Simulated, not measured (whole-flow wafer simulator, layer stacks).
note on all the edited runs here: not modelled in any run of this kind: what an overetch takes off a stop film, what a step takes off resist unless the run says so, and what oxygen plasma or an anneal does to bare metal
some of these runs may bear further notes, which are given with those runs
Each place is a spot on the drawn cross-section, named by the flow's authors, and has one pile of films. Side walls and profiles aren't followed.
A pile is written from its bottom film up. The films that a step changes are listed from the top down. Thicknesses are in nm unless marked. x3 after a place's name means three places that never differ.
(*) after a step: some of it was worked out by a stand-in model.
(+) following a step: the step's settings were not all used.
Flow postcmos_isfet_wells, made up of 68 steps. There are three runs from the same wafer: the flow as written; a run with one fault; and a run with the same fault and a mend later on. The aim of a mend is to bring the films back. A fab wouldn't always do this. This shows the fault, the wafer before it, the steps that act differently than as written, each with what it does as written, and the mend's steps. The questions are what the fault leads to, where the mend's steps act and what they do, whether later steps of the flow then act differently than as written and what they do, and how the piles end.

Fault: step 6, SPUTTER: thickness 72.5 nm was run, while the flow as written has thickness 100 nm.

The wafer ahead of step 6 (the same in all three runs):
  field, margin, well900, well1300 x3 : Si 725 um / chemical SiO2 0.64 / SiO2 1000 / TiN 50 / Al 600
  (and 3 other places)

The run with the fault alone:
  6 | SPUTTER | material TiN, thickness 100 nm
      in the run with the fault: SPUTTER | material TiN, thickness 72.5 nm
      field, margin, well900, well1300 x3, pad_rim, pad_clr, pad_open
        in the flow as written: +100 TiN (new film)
        in the run with the fault: +72.5 TiN (new film)
  Steps later in the flow that act otherwise than as written:
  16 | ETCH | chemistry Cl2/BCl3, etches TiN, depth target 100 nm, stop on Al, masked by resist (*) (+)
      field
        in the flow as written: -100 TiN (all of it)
        in the run with the fault: -72.5 TiN (all of it)
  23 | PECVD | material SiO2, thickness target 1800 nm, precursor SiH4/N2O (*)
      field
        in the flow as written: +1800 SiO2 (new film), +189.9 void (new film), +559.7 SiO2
        in the run with the fault: +1800 SiO2 (new film), +169.3 void (new film), +552.8 SiO2
  By the end, the piles at field, margin, well900, well1300 x3, pad_rim, pad_clr, pad_open depart from the flow's by more than 2% or 0.5 nm, whichever is larger.
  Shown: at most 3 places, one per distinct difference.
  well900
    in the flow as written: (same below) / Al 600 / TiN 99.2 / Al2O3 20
    in the run with the fault: (same below) / Al 600 / TiN 71.7 / Al2O3 20
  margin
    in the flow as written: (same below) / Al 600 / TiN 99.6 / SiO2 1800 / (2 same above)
    in the run with the fault: (same below) / Al 600 / TiN 72.1 / SiO2 1800 / (2 same above)
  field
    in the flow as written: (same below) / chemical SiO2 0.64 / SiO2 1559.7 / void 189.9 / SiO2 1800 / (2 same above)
    in the run with the fault: (same below) / chemical SiO2 0.64 / SiO2 1552.8 / void 169.3 / SiO2 1800 / (2 same above)

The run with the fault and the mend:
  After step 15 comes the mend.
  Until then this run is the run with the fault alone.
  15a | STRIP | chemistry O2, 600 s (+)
      margin, well900, well1300 x3, pad_rim, pad_clr, pad_open
        -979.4 KrF resist (all of it)
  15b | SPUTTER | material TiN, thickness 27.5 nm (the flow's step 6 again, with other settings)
      field, margin, well900, well1300 x3, pad_rim, pad_clr, pad_open
        +27.5 TiN
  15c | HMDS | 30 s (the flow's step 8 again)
      leaves every film unchanged at each place that is followed
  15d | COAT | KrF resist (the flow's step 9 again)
      field, margin, well900, well1300 x3, pad_rim, pad_clr, pad_open
        +1000 KrF resist (new film)
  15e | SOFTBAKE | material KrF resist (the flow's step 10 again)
      leaves every film unchanged at each place that is followed
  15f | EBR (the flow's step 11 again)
      leaves every film unchanged at each place that is followed
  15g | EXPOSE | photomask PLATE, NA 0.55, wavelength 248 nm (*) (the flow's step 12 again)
      leaves every film unchanged at each place that is followed
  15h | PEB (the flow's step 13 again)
      field, margin, well900, well1300 x3, pad_rim, pad_clr, pad_open
        -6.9 KrF resist
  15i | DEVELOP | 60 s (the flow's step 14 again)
      margin, well900, well1300 x3, pad_rim, pad_clr, pad_open
        -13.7 KrF resist
      field
        -993.1 KrF resist (all of it)
  None of the later steps of the flow acts differently than as written at any place that is followed.
  The piles end the same as the flow's at every place that both follow.
